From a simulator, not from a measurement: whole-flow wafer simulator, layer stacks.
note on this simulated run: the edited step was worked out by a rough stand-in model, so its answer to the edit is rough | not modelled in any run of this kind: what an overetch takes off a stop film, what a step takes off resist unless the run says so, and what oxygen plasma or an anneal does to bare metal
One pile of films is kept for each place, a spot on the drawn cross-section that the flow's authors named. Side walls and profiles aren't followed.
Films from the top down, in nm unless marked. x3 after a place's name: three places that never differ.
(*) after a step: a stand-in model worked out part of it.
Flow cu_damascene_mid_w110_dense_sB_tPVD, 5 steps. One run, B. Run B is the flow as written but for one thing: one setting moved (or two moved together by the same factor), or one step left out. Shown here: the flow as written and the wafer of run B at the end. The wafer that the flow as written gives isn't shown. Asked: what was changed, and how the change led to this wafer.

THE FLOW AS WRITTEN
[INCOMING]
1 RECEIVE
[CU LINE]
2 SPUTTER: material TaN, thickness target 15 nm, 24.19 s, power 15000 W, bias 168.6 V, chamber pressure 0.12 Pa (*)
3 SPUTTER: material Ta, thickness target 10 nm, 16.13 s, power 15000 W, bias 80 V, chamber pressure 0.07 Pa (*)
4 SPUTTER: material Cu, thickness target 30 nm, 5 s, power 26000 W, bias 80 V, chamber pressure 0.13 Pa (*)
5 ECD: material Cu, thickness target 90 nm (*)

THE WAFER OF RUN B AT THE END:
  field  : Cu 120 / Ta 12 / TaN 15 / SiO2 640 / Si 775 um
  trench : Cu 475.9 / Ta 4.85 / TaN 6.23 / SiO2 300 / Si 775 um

The cause: step 3, SPUTTER: thickness target 12 nm was run, where the flow has thickness target 10 nm; step 3, SPUTTER: 19.36 s was run, where the flow has 16.13 s.
It can be read off the wafer: field has Ta 12, and step 3 as written asks for 10 nm.

How the change led to this, step by step:
  3 SPUTTER: material Ta, thickness target 10 nm, 16.13 s, power 15000 W, bias 80 V, chamber pressure 0.07 Pa (*)
      field: Ta +12 (new film) (as written it would be: Ta +10 (new film))
      trench: Ta +4.85 (new film) (as written it would be: Ta +4.05 (new film))
